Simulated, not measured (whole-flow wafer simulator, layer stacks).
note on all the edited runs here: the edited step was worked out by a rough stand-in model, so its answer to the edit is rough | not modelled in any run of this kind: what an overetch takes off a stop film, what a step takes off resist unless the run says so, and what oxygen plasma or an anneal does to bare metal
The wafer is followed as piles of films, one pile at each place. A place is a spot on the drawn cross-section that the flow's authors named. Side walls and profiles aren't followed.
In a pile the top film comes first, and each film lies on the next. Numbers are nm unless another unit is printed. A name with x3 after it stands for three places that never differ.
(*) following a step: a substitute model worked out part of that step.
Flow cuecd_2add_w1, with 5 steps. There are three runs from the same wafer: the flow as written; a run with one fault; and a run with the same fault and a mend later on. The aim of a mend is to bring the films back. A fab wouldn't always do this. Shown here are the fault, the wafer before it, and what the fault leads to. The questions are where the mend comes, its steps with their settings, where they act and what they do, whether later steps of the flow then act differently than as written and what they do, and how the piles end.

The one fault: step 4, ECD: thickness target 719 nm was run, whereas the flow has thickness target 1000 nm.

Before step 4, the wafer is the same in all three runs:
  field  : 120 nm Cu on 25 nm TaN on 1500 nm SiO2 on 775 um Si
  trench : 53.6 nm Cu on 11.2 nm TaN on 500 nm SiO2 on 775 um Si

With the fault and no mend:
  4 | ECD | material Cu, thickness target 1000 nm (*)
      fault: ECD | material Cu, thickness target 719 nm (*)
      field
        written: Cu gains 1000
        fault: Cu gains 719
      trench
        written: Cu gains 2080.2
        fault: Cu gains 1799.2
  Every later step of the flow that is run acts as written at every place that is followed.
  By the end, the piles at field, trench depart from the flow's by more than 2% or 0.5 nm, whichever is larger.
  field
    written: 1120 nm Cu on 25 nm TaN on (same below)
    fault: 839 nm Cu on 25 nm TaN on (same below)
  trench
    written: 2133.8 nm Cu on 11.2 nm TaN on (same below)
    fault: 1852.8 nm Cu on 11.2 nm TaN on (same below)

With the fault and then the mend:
  The mend stands after step 5.
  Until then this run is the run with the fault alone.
  5a | ECD | material Cu, thickness target 281 nm (a further turn of the flow's step 4, with different settings)
      field, trench
        Cu gains 281
  Every later step of the flow that is run acts as written at every place that is followed.
  The piles end the same as the flow's at every place that both follow.
